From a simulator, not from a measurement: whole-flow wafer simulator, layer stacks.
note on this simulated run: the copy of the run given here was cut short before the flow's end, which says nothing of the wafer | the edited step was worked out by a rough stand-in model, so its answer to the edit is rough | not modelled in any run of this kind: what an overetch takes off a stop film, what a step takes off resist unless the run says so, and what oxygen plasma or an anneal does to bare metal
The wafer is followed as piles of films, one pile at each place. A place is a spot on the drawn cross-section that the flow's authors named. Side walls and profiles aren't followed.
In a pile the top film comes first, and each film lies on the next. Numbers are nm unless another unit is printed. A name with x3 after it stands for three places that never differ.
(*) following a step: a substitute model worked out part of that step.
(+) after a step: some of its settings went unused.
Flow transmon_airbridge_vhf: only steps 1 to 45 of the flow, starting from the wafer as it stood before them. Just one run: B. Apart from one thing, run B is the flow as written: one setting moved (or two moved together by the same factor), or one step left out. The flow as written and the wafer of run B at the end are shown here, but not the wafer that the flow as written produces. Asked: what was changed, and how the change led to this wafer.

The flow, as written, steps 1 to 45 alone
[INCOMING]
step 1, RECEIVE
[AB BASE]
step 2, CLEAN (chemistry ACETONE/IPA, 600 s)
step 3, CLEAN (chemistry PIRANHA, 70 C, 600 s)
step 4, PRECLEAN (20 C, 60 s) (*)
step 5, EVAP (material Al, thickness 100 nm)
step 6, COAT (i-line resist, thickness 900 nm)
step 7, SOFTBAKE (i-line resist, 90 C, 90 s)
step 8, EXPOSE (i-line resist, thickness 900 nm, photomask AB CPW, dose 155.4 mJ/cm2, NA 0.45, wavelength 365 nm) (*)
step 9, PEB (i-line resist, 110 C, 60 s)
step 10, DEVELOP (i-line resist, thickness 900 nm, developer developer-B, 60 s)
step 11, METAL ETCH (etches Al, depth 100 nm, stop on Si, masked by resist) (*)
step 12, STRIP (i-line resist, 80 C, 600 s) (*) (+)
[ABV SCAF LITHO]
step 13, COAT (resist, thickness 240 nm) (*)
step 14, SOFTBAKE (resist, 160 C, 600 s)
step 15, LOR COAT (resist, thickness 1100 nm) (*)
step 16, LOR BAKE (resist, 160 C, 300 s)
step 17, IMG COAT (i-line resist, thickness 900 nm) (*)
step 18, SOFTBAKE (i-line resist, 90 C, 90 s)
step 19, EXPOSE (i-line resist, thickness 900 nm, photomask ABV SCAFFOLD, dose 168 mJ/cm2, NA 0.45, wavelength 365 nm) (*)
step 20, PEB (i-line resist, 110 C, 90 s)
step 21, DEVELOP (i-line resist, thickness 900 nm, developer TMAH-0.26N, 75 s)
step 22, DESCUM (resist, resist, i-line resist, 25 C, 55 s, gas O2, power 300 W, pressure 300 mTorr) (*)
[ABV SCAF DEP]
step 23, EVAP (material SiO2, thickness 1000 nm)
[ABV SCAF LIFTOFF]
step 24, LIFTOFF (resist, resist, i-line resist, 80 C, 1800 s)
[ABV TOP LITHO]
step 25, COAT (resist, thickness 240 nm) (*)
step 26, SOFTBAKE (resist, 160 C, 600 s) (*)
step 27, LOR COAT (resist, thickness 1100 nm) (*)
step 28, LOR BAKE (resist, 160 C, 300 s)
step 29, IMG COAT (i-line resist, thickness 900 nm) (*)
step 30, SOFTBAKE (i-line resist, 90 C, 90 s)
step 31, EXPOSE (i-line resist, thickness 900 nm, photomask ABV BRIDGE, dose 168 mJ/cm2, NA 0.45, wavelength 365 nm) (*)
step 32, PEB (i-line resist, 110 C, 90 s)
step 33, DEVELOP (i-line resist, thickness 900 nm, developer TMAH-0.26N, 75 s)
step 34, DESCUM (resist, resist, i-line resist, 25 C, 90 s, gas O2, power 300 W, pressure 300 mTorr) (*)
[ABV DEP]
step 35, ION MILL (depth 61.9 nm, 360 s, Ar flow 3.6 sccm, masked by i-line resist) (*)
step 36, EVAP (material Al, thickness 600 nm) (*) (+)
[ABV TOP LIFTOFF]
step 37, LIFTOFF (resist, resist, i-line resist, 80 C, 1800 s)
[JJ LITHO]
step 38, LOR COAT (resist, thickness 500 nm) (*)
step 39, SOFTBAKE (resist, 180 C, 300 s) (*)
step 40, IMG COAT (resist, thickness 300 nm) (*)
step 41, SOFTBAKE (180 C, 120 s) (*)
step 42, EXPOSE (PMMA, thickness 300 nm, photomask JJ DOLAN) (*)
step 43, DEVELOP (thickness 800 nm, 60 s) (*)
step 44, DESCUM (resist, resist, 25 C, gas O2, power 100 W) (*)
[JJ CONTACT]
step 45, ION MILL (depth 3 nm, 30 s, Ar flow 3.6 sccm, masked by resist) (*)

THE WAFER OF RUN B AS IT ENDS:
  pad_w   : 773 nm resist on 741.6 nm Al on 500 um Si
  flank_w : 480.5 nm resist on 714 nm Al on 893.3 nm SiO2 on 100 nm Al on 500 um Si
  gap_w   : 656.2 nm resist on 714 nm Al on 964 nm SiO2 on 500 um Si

The reason: step 36, EVAP: thickness 714 nm was run, though the flow has thickness 600 nm.
The wafer itself shows it: flank_w has Al 714, and step 36 as written asks for 600 nm.

Step by step, how the change led to this:
  step 36, EVAP (material Al, thickness 600 nm) (*) (+)
      field x3, jj_line, ground_far and 10 more: Al gains 714 (new film) (it would be, as written: Al gains 600 (new film))
      pad_w, pad_e: Al gains 703.6 (it would be, as written: Al gains 591.2)
  step 37, LIFTOFF (resist, resist, i-line resist, 80 C, 1800 s)
      field x3, jj_line, trace_open_s x2: Al loses 714 (all of it), i-line resist loses 600 (all of it), resist loses 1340 (all of it) (it would be, as written: Al loses 600 (all of it), i-line resist loses 600 (all of it), resist loses 1340 (all of it))
      margin_s, margin_n: Al loses 714 (all of it), i-line resist loses 318.3 (all of it), resist loses 992 (all of it) (it would be, as written: Al loses 600 (all of it), i-line resist loses 318.3 (all of it), resist loses 992 (all of it))
      (as well as at 1 more place)
  step 38, LOR COAT (resist, thickness 500 nm) (*)
      bridge_strip: resist gains 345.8 (new film) (it would be, as written: resist gains 356.4 (new film))
  step 40, IMG COAT (resist, thickness 300 nm) (*)
      bridge_strip: resist gains 190.3 (it would be, as written: resist gains 197.1)
